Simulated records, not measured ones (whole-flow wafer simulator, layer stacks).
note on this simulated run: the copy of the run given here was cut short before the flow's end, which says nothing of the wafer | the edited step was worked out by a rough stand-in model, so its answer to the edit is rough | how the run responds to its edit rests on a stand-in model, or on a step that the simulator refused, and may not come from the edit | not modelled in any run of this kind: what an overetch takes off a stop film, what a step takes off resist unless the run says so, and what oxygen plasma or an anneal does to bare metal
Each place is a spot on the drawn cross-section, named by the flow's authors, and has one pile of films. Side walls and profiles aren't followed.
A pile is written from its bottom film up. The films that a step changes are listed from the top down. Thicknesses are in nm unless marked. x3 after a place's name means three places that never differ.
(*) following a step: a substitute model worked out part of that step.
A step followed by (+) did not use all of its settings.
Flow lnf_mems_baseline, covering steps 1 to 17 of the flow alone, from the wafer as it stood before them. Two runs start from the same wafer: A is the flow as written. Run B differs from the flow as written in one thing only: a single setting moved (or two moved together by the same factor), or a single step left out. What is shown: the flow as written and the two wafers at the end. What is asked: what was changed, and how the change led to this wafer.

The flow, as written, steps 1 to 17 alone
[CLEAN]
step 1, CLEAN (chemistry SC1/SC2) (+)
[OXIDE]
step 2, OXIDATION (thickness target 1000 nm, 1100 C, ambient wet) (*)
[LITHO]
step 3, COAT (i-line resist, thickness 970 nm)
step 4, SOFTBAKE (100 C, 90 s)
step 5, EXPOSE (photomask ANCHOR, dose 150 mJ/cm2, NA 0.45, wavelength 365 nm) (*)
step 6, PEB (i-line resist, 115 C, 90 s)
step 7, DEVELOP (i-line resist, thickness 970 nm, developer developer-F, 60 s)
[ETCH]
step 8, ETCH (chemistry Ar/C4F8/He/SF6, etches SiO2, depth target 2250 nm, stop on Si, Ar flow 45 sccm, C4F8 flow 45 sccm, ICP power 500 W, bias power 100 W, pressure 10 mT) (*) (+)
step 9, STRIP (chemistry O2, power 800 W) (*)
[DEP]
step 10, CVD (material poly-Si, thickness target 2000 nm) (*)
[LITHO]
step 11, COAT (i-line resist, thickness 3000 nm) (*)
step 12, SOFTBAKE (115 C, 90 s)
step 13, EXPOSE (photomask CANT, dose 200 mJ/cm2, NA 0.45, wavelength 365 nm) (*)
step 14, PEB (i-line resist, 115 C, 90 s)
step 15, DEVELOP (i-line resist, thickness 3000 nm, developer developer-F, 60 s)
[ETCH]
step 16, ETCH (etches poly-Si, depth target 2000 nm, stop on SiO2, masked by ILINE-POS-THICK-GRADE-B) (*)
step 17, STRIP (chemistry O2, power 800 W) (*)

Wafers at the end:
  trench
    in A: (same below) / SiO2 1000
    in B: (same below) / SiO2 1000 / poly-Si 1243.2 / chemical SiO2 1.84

What caused this: step 16, ETCH: depth target 756 nm was run, while the flow as written has depth target 2000 nm.

How this came from the change, step by step:
  step 16, ETCH (etches poly-Si, depth target 2000 nm, stop on SiO2, masked by ILINE-POS-THICK-GRADE-B) (*)
      trench, char_slit: A -2000 poly-Si (all of it) | B -756 poly-Si
      field, anchor, beam: A -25 i-line resist | B -9.45 i-line resist
  step 17, STRIP (chemistry O2, power 800 W) (*)
      trench, char_slit: A nothing | B +1.84 chemical SiO2 (new film), -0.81 poly-Si
